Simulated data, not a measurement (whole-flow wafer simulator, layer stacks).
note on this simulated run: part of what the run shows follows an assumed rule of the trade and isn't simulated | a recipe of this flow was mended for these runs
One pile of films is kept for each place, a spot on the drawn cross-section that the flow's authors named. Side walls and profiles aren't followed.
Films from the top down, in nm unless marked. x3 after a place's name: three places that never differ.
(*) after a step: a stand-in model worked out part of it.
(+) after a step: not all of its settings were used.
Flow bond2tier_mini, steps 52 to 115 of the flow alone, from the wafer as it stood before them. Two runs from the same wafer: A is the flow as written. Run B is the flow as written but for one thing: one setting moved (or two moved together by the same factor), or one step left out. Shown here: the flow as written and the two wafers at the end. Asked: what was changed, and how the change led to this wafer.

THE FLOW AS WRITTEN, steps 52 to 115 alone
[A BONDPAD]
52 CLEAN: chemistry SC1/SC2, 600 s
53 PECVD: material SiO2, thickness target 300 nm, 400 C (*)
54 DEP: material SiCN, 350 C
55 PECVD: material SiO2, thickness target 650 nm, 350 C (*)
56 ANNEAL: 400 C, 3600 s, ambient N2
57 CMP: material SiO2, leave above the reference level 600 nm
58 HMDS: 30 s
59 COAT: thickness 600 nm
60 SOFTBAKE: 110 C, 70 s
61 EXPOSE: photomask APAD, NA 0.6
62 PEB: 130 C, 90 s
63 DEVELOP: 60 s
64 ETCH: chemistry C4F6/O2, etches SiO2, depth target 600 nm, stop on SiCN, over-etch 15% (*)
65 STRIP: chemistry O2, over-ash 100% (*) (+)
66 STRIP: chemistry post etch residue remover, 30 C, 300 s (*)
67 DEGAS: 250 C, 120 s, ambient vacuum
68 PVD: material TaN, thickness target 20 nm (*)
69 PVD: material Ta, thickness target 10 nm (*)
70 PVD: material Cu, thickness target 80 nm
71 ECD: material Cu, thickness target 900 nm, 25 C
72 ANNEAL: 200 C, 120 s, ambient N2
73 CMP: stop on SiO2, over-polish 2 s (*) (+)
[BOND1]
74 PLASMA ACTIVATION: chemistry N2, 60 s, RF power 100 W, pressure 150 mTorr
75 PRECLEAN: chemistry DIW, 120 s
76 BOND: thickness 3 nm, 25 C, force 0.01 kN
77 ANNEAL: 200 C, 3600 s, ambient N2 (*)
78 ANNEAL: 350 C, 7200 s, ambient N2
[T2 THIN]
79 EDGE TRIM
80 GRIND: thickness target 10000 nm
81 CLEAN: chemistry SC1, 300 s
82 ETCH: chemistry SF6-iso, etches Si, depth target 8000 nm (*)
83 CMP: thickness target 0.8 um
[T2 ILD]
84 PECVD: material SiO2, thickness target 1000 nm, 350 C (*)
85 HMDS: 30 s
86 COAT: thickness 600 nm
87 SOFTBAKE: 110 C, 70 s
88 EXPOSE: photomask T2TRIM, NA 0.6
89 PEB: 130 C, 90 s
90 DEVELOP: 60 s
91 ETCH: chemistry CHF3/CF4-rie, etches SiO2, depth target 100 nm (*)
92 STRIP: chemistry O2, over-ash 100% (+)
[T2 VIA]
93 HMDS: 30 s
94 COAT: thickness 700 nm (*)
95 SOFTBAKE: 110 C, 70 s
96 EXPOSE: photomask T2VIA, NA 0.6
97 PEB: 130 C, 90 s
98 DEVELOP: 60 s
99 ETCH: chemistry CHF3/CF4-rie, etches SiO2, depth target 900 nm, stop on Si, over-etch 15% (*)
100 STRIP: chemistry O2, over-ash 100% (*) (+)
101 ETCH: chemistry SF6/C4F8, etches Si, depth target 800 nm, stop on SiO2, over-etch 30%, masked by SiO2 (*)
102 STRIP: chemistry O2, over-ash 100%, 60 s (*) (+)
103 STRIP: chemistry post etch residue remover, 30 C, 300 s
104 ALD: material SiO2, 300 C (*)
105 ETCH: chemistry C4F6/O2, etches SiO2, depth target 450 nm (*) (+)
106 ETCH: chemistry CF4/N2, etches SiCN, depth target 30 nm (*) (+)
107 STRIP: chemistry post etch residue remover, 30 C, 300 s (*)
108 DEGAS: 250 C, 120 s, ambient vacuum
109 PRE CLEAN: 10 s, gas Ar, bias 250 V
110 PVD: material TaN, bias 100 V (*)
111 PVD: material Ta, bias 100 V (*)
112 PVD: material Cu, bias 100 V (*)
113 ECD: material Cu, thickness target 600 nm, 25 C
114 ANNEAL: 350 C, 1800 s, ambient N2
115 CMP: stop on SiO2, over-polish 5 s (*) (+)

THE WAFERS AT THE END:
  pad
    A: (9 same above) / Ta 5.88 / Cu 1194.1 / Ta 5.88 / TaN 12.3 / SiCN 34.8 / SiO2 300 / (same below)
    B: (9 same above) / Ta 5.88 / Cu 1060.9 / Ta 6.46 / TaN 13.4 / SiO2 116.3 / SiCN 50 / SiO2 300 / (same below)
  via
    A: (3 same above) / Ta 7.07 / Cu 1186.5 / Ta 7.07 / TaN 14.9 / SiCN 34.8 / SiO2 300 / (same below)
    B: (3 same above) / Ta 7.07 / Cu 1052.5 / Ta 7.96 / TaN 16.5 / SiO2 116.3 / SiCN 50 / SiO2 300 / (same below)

The cause: step 64, ETCH: depth target 420.6 nm was run, where the flow has depth target 600 nm.

How the change led to this, step by step:
  64 ETCH: chemistry C4F6/O2, etches SiO2, depth target 600 nm, stop on SiCN, over-etch 15% (*)
      pad, via: A SiO2 -600 (all of it), SiCN -15.2 | B SiO2 -483.7
      field: A thick-KrF-resist -115 | B thick-KrF-resist -80.6
  65 STRIP: chemistry O2, over-ash 100% (*) (+)
      field: A thick-KrF-resist -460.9 (all of it) | B thick-KrF-resist -495.3 (all of it)
  68 PVD: material TaN, thickness target 20 nm (*)
      pad: A TaN +12.3 (new film) | B TaN +13.4 (new film)
      via: A TaN +14.9 (new film) | B TaN +16.5 (new film)
  69 PVD: material Ta, thickness target 10 nm (*)
      pad: A Ta +5.88 (new film) | B Ta +6.46 (new film)
      via: A Ta +7.07 (new film) | B Ta +7.96 (new film)
  70 PVD: material Cu, thickness target 80 nm
      pad: A Cu +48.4 (new film) | B Cu +52.9 (new film)
      via: A Cu +59 (new film) | B Cu +65.6 (new film)
  71 ECD: material Cu, thickness target 900 nm, 25 C
      pad: A Cu +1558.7 | B Cu +1421
      via: A Cu +1544.3 | B Cu +1403.7
